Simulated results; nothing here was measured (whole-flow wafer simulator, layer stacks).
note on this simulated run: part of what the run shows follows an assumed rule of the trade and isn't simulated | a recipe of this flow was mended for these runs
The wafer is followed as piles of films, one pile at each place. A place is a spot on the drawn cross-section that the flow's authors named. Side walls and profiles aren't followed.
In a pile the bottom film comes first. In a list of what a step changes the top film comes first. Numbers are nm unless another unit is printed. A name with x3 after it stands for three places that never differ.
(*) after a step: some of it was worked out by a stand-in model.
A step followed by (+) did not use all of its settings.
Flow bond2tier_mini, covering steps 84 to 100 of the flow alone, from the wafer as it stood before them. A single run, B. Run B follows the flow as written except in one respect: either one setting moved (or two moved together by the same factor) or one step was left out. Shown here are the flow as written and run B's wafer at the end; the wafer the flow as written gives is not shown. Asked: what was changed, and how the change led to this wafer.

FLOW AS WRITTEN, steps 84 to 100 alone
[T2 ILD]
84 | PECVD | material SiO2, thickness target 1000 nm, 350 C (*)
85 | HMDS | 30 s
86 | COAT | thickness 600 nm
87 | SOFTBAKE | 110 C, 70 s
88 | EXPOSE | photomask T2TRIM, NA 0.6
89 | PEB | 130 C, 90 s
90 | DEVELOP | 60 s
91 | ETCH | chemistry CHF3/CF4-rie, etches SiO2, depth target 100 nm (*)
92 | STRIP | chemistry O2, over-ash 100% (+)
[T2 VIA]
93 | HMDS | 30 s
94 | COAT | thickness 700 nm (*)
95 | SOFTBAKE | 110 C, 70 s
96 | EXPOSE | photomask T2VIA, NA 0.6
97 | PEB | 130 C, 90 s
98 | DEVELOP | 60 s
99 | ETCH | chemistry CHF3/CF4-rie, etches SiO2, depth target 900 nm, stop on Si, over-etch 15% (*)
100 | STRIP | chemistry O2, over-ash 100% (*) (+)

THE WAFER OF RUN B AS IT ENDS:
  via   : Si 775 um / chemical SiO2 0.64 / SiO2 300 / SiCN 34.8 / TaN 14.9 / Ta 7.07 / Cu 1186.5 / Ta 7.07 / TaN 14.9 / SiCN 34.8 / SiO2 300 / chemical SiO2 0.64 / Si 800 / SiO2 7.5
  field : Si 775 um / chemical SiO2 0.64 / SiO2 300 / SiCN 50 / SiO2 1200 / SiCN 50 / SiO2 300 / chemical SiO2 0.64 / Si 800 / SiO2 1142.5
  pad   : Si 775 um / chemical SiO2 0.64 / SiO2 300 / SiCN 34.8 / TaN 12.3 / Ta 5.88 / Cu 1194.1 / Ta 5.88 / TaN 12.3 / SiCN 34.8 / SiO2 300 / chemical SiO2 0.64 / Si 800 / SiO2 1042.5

The reason: step 84, PECVD: thickness target 1142 nm was run, though the flow has thickness target 1000 nm.
The wafer lets one read it off: field has SiO2 1142.5, and step 84 as written asks for 1000 nm.

How this came from the change, step by step:
  84 | PECVD | material SiO2, thickness target 1000 nm, 350 C (*)
      field, pad, via: +1142.5 SiO2 (new film) (as written it would have been: +1000 SiO2 (new film))
  99 | ETCH | chemistry CHF3/CF4-rie, etches SiO2, depth target 900 nm, stop on Si, over-etch 15% (*)
      via: -1035 SiO2 (as written it would have been: -900 SiO2 (all of it), -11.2 Si)
